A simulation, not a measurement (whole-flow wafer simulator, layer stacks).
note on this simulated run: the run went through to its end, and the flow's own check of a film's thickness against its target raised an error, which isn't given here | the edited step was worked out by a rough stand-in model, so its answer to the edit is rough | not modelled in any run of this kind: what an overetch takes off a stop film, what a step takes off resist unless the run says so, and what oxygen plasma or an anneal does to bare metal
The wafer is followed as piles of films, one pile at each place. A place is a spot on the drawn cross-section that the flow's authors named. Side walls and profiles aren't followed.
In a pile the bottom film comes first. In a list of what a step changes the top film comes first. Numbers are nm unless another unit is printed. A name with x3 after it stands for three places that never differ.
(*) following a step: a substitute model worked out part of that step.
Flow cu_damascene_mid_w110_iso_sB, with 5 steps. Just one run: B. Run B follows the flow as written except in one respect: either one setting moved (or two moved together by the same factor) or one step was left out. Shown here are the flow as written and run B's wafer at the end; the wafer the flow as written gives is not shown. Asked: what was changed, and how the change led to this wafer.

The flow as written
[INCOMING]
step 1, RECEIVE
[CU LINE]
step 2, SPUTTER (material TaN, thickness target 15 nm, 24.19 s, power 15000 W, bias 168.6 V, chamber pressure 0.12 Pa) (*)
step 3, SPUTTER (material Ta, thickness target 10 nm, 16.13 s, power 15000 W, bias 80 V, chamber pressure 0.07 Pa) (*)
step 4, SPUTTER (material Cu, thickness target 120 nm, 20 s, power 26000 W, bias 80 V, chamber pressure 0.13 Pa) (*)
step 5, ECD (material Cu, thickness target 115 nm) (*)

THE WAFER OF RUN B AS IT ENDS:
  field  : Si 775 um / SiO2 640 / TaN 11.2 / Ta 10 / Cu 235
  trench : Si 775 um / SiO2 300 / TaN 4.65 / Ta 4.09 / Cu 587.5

The reason: step 2, SPUTTER: thickness target 11.2 nm was run, while the flow as written has thickness target 15 nm; step 2, SPUTTER: 18.14 s was run, where the flow has 24.19 s.
One can read it off the wafer: field has TaN 11.2, and step 2 as written asks for 15 nm.

How this came from the change, step by step:
  step 2, SPUTTER (material TaN, thickness target 15 nm, 24.19 s, power 15000 W, bias 168.6 V, chamber pressure 0.12 Pa) (*)
      field: +11.2 TaN (new film) (it would be, as written: +15 TaN (new film))
      trench: +4.65 TaN (new film) (it would be, as written: +6.23 TaN (new film))
